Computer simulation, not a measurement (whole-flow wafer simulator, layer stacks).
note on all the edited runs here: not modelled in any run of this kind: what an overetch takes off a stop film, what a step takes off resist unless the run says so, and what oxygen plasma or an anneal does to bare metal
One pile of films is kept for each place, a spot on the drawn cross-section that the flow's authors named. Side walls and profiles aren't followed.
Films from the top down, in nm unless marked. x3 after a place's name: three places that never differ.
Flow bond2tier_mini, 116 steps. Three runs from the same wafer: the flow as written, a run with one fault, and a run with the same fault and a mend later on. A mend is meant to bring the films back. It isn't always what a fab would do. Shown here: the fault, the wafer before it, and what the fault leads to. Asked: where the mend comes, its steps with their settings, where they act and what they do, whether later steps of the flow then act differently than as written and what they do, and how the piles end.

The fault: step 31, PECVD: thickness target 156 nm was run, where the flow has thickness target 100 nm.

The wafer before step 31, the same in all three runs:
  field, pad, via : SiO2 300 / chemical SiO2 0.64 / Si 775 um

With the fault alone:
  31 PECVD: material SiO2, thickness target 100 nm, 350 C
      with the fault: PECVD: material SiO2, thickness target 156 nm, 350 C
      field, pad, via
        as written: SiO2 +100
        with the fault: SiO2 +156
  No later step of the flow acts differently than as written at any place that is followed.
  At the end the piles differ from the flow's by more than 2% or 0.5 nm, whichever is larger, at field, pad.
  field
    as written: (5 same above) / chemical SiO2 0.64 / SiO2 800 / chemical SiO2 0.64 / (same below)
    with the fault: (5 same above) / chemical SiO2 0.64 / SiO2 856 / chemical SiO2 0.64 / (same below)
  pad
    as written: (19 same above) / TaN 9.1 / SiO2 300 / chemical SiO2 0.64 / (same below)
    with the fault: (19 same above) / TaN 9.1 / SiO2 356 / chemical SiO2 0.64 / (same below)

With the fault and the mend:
  The mend comes after step 31.
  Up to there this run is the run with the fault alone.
  31a ETCH: chemistry CHF3/CF4-rie, etches SiO2, depth target 56 nm (the flow's step 9 once more, with other settings)
      field, pad, via
        SiO2 -56
  No later step of the flow acts differently than as written at any place that is followed.
  At the end the piles are the same as the flow's at every place that both follow.
